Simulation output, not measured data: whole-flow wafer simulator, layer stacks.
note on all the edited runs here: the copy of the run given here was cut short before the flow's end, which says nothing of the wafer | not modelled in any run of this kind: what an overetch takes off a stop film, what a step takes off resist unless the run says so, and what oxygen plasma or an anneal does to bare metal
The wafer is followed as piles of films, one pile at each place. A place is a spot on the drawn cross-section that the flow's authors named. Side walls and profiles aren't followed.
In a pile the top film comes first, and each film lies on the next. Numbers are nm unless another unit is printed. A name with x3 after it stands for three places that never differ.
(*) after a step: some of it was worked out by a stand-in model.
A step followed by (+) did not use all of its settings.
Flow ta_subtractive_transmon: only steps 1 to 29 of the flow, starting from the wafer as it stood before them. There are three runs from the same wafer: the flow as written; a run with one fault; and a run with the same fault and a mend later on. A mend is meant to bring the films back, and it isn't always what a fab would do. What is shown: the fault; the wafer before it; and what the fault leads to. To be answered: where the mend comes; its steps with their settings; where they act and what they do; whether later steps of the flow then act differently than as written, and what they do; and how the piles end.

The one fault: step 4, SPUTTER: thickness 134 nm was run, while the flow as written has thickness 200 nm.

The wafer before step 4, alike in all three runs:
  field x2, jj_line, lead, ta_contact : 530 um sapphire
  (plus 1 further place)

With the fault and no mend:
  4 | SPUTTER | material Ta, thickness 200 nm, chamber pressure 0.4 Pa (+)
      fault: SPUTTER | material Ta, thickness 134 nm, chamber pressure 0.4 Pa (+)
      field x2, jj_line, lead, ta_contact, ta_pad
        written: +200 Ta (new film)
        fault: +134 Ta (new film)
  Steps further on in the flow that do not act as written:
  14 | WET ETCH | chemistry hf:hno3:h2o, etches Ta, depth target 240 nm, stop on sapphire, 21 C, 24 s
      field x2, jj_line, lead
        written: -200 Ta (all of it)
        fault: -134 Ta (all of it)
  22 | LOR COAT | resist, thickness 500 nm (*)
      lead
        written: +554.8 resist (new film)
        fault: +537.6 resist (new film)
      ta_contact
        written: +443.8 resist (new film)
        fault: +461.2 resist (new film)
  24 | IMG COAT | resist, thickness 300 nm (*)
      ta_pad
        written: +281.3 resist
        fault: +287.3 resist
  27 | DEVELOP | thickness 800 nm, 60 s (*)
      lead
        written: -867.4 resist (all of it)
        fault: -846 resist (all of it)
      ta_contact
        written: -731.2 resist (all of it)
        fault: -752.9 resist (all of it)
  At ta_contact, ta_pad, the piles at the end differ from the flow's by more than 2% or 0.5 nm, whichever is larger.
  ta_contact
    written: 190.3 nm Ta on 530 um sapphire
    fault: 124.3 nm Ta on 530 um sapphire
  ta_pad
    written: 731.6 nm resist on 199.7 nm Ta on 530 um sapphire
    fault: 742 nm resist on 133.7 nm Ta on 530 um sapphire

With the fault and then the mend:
  After step 5 comes the mend.
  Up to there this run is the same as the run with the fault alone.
  5a | SPUTTER | material Ta, thickness 66 nm, chamber pressure 0.4 Pa (+) (a further turn of the flow's step 4, with different settings)
      field x2, jj_line, lead, ta_contact, ta_pad
        +66 Ta
  None of the later steps of the flow acts differently than as written at any place that is followed.
  By the end, the piles equal the flow's at every place that both follow.
